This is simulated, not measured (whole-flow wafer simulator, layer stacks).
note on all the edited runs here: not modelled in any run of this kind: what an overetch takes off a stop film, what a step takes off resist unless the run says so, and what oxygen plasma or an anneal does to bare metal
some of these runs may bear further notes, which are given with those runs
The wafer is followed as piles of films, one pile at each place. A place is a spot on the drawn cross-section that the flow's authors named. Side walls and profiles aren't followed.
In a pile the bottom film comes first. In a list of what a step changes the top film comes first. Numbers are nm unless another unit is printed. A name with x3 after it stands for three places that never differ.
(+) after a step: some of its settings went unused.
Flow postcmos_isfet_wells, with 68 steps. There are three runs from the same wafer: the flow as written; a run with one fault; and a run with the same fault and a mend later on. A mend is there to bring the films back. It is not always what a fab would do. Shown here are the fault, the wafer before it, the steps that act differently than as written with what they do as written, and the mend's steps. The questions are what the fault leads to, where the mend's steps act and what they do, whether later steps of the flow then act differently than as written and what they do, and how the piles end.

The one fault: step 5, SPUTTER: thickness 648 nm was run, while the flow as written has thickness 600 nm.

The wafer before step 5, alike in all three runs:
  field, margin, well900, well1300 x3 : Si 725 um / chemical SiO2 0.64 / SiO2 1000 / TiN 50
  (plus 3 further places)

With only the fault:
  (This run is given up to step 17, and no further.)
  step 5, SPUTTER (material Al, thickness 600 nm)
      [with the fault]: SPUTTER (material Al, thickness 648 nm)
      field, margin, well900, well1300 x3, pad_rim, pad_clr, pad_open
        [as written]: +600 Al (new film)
        [with the fault]: +648 Al (new film)
  Steps later in the flow that act otherwise than as written:
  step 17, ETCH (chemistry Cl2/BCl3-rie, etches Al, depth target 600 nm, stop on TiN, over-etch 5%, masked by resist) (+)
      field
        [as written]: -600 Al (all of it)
        [with the fault]: -600 Al
  The piles after step 17 differ from the flow's at field, margin, well900, well1300 x3, pad_rim, pad_clr, pad_open by more than 2% or 0.5 nm, whichever is larger.
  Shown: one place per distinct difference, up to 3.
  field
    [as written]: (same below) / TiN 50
    [with the fault]: (same below) / TiN 50 / Al 48
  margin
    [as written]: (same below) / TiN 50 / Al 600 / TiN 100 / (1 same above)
    [with the fault]: (same below) / TiN 50 / Al 648 / TiN 100 / (1 same above)

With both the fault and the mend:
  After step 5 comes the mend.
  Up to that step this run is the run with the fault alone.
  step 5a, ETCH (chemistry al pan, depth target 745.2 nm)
      field, margin, well900, well1300 x3, pad_rim, pad_clr, pad_open
        -648 Al (all of it)
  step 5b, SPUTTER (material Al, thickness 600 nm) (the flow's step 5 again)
      field, margin, well900, well1300 x3, pad_rim, pad_clr, pad_open
        +600 Al (new film)
  Every later step of the flow that is run acts as written at every place that is followed.
  By the end, the piles equal the flow's at every place that both follow.
